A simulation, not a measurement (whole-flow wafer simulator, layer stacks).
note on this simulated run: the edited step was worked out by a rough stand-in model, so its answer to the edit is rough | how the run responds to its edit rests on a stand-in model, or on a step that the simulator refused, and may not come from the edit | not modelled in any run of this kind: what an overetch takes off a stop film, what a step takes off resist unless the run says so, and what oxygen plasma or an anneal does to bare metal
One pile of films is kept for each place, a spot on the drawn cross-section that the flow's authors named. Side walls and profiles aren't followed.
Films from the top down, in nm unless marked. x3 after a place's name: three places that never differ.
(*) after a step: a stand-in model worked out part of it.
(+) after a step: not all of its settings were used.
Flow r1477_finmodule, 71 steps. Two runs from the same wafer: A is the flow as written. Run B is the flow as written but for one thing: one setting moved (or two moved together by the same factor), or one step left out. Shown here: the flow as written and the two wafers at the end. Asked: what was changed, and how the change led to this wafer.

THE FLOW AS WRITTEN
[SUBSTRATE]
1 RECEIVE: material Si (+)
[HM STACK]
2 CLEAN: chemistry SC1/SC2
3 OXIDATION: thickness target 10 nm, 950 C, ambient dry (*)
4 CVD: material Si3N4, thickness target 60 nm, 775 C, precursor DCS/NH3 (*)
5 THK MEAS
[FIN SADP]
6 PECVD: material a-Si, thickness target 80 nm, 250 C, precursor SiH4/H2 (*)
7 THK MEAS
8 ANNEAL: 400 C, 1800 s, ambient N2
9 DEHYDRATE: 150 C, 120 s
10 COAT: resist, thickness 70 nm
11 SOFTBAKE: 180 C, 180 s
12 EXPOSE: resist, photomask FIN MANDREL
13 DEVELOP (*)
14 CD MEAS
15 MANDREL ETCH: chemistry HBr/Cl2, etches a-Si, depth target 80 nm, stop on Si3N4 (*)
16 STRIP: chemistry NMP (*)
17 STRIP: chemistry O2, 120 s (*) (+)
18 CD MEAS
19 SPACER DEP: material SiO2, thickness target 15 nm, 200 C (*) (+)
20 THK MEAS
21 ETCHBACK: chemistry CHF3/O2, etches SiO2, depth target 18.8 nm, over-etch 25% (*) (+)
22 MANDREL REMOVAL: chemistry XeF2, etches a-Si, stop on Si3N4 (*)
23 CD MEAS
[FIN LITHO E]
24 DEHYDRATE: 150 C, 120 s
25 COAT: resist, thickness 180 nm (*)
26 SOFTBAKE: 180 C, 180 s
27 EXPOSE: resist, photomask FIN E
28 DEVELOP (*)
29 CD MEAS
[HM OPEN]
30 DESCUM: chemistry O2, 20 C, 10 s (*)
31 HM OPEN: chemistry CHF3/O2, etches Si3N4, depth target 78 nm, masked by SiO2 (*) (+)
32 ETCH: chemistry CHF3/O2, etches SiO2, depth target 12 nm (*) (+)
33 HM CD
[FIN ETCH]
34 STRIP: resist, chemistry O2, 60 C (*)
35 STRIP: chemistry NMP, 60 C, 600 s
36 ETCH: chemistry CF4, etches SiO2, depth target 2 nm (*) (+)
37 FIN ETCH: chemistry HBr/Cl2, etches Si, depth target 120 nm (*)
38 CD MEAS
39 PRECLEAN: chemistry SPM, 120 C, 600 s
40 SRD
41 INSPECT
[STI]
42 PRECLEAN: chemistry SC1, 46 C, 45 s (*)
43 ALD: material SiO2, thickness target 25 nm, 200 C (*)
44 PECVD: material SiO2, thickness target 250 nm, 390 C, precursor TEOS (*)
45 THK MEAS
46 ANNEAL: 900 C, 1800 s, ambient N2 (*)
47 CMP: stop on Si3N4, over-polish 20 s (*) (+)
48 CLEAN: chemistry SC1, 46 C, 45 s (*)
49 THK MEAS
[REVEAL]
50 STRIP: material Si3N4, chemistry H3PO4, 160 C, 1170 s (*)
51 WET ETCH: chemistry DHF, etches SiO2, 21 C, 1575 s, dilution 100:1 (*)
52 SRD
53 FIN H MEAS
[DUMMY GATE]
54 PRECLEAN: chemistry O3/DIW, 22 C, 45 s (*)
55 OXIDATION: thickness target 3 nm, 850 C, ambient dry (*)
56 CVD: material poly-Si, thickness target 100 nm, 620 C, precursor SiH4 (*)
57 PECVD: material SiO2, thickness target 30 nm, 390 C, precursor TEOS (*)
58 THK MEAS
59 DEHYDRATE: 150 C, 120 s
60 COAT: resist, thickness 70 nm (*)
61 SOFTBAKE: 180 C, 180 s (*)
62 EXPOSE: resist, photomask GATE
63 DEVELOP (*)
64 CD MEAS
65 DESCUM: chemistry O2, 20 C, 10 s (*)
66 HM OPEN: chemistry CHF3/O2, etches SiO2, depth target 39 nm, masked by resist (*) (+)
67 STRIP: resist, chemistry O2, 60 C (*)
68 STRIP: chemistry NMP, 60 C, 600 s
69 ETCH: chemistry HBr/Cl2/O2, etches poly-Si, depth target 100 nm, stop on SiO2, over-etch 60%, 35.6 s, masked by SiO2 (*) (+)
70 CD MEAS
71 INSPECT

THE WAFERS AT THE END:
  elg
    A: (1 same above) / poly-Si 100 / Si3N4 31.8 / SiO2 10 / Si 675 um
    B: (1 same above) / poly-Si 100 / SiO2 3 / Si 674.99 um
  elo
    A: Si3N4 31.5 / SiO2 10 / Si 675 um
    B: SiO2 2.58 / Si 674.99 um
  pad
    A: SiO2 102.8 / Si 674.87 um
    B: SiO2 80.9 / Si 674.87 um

The cause: step 6, PECVD: thickness target 48.8 nm was run, where the flow has thickness target 80 nm.

How the change led to this, step by step:
  6 PECVD: material a-Si, thickness target 80 nm, 250 C, precursor SiH4/H2 (*)
      pad, padg, elg and 33 more: A a-Si +80 (new film) | B a-Si +48.8 (new film)
  15 MANDREL ETCH: chemistry HBr/Cl2, etches a-Si, depth target 80 nm, stop on Si3N4 (*)
      pad, padg, elg and 27 more: A a-Si -80 (all of it) | B a-Si -48.8 (all of it)
      s40cg, s45cg, s50cg, s40co, s45co, s50co: A resist -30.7 | B resist -28.1
  16 STRIP: chemistry NMP (*)
      s40cg, s45cg, s50cg, s40co, s45co, s50co: A resist -39.3 (all of it) | B resist -41.9 (all of it)
  21 ETCHBACK: chemistry CHF3/O2, etches SiO2, depth target 18.8 nm, over-etch 25% (*) (+)
      s40sg_line, s45sg_line, s50sg_line, s40so_line, s45so_line, s50so_line: A SiO2 +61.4 | B SiO2 +30.2
  22 MANDREL REMOVAL: chemistry XeF2, etches a-Si, stop on Si3N4 (*)
      s40cg, s45cg, s50cg, s40co, s45co, s50co: A a-Si -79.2 (all of it) | B a-Si -48 (all of it)
  25 COAT: resist, thickness 180 nm (*)
      s40cg, s40co: A resist +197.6 (new film) | B resist +189.8 (new film)
      s40sg, s40so: A resist +201.2 (new film) | B resist +193.4 (new film)
      (and at 14 more places)
  28 DEVELOP (*)
      s40cg, s40co: A resist -197.6 (all of it) | B resist -189.8 (all of it)
      s40sg, s40so: A resist -201.2 (all of it) | B resist -193.4 (all of it)
      (and at 14 more places)
  32 ETCH: chemistry CHF3/O2, etches SiO2, depth target 12 nm (*) (+)
      s40sg_line, s45sg_line, s50sg_line, s40so_line, s45so_line, s50so_line: A SiO2 -12 | B SiO2 -6.2 (all of it)
      pad, padg, e40sg and 11 more: A Si -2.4 | B Si -1.24
      (and at 16 more places)
  34 STRIP: resist, chemistry O2, 60 C (*)
      elg, e40lg, e100lg, e200lg, elo, e40lo, e100lo, e200lo: A resist -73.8 (all of it) | B resist -79.3 (all of it)
  36 ETCH: chemistry CF4, etches SiO2, depth target 2 nm (*) (+)
      elg, e40lg, e100lg, e200lg, elo, e40lo, e100lo, e200lo: A Si3N4 -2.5 | B nothing
      s40sg_line, s45sg_line, s50sg_line, s40so_line, s45so_line, s50so_line: A SiO2 -2 | B nothing
  37 FIN ETCH: chemistry HBr/Cl2, etches Si, depth target 120 nm (*)
      s40sg_line, s45sg_line, s50sg_line, s40so_line, s45so_line, s50so_line: A SiO2 -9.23 | B Si3N4 -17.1
  43 ALD: material SiO2, thickness target 25 nm, 200 C (*)
      s40sg_line, s45sg_line, s50sg_line, s40so_line, s45so_line, s50so_line: A SiO2 +25 | B SiO2 +25 (new film)
      s40cg, s45cg, s50cg, s40co, s45co, s50co: A SiO2 +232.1 (new film) | B SiO2 +199.6 (new film)
  47 CMP: stop on Si3N4, over-polish 20 s (*) (+)
      elg, e40lg, e100lg, e200lg, elo, e40lo, e100lo, e200lo: A SiO2 -241.6 | B SiO2 -263.8 (all of it), Si3N4 -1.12
      pad, padg, e40sg and 11 more: A SiO2 -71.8 | B SiO2 -93.7
      (and at 14 more places)
  50 STRIP: material Si3N4, chemistry H3PO4, 160 C, 1170 s (*)
      elg, e40lg, e100lg, e200lg, elo, e40lo, e100lo, e200lo: A SiO2 -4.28 | B Si3N4 -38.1 (all of it), SiO2 -2.02
      s40sg_line, s45sg_line, s50sg_line, s40so_line, s45so_line, s50so_line: A Si3N4 -58.9 (all of it), SiO2 -1.37 | B Si3N4 -38.1 (all of it), SiO2 -2.02
  51 WET ETCH: chemistry DHF, etches SiO2, 21 C, 1575 s, dilution 100:1 (*)
      elg, e40lg, e100lg, e200lg, elo, e40lo, e100lo, e200lo: A SiO2 -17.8 (all of it), Si3N4 -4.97 | B SiO2 -7.98 (all of it)
      s40sg_line, s45sg_line, s50sg_line, s40so_line, s45so_line, s50so_line: A SiO2 -8.63 (all of it) | B SiO2 -7.98 (all of it)
  54 PRECLEAN: chemistry O3/DIW, 22 C, 45 s (*)
      elg, e40lg, e100lg, e200lg, elo, e40lo, e100lo, e200lo: A nothing | B chemical SiO2 +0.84 (new film), Si -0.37
  ... 5 more steps ...
  69 ETCH: chemistry HBr/Cl2/O2, etches poly-Si, depth target 100 nm, stop on SiO2, over-etch 60%, 35.6 s, masked by SiO2 (*) (+)
      s40co: A chemical SiO2 -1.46 (all of it), poly-Si -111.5 (all of it), SiO2 -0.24 | B chemical SiO2 -1.36 (all of it), poly-Si -134.3 (all of it), SiO2 -0.13
      s45co: A chemical SiO2 -1.46 (all of it), poly-Si -110.9 (all of it), SiO2 -0.25 | B chemical SiO2 -1.36 (all of it), poly-Si -134.3 (all of it), SiO2 -0.13
      (and at 1 more place)
